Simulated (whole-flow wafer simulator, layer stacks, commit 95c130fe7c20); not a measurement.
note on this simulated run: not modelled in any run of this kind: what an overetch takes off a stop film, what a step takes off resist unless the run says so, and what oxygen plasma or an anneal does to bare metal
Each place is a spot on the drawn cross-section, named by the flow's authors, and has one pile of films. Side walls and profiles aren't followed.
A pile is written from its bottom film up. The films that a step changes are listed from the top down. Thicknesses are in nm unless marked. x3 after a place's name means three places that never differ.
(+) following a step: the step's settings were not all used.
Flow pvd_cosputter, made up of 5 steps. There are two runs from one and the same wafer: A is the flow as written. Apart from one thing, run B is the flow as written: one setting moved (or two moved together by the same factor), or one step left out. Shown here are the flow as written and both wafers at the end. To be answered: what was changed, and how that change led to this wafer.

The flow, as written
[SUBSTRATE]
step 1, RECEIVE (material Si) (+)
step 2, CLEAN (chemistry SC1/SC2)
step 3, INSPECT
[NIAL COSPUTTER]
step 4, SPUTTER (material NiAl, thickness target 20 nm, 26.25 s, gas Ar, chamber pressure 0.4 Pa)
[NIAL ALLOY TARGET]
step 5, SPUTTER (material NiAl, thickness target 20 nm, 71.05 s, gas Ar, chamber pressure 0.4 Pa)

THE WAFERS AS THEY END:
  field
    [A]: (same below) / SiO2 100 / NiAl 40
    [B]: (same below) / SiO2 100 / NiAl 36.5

Cause: step 5, SPUTTER: thickness target 16.5 nm was run, though the flow has thickness target 20 nm.

The path from the change to this, step by step:
  step 5, SPUTTER (material NiAl, thickness target 20 nm, 71.05 s, gas Ar, chamber pressure 0.4 Pa)
      field: A +20 NiAl | B +16.5 NiAl
